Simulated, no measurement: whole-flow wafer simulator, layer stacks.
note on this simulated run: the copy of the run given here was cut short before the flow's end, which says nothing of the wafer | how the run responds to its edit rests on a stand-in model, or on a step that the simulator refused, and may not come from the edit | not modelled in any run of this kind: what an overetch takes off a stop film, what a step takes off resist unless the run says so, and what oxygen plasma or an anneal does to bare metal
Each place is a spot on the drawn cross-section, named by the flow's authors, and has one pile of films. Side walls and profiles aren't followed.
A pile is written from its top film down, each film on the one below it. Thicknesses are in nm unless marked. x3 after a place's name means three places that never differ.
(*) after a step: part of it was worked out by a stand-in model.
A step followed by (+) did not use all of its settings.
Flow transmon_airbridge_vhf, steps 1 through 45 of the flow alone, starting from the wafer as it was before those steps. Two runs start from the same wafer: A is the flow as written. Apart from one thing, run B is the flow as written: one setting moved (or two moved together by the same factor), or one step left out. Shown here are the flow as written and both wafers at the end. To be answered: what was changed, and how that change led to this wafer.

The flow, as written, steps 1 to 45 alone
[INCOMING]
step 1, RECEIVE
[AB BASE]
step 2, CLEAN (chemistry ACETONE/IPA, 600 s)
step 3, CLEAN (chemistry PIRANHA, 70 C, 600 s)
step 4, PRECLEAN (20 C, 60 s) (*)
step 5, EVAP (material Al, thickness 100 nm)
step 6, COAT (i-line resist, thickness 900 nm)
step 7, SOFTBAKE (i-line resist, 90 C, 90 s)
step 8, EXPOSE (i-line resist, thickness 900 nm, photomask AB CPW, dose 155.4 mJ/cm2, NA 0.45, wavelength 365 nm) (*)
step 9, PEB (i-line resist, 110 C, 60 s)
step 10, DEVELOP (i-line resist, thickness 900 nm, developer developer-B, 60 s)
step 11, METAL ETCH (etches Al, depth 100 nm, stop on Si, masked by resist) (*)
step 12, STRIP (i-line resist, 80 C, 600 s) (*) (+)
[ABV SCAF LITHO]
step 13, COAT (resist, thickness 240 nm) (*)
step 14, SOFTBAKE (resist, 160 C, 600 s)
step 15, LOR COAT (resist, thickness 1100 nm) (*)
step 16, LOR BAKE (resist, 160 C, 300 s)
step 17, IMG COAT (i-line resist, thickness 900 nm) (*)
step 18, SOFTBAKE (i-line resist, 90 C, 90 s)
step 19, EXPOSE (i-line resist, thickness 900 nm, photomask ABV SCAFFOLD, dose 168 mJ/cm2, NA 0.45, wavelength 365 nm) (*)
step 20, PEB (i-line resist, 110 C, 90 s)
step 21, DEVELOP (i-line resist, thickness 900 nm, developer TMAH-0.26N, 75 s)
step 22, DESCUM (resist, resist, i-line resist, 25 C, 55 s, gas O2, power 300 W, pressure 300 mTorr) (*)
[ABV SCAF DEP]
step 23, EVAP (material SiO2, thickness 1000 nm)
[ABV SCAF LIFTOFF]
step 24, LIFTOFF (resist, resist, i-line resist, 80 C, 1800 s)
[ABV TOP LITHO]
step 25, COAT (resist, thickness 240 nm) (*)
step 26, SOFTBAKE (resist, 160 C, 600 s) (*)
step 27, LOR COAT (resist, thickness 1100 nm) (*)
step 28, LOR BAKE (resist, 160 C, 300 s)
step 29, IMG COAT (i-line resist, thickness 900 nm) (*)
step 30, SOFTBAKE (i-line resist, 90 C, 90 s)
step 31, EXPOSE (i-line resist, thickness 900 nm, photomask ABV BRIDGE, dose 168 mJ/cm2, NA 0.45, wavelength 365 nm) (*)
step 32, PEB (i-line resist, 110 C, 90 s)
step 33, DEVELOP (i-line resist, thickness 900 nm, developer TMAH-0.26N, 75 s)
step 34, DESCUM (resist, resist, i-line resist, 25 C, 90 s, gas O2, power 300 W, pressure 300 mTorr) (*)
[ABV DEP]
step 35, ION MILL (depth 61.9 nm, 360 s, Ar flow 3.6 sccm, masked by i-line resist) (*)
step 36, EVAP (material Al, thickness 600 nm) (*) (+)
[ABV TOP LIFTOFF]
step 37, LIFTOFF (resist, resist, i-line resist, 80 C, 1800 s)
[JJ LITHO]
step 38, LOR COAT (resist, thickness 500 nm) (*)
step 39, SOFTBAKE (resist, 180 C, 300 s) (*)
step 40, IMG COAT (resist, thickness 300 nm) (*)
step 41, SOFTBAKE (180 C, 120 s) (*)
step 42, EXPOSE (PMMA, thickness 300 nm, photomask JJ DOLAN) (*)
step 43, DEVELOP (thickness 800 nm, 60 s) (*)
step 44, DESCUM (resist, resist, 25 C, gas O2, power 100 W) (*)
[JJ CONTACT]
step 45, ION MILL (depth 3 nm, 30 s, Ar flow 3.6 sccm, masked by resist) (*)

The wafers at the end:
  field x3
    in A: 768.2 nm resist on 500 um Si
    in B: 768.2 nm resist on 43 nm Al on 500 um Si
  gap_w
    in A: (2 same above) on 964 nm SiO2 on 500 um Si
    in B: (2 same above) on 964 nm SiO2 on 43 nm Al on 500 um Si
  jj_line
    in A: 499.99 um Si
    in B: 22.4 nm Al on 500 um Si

What caused this: step 5, EVAP: thickness 143 nm was run, whereas the flow has thickness 100 nm.

The path from the change to this, step by step:
  step 5, EVAP (material Al, thickness 100 nm)
      field x3, jj_line, ground_far and 12 more: A +100 Al (new film) | B +143 Al (new film)
  step 11, METAL ETCH (etches Al, depth 100 nm, stop on Si, masked by resist) (*)
      field x3, jj_line, gap_w, gap_e: A -100 Al (all of it) | B -100 Al
  step 45, ION MILL (depth 3 nm, 30 s, Ar flow 3.6 sccm, masked by resist) (*)
      jj_line: A -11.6 Si | B -20.6 Al
If metal films that touch count as one body, field x3 has 1 body; the flow as written gives 0 bodies.
If metal films that touch count as one body, gap_w has 2 bodies (between them, from the top down: SiO2 964); the flow as written gives 1 body.
If metal films that touch count as one body, jj_line has 1 body; the flow as written gives 0 bodies.
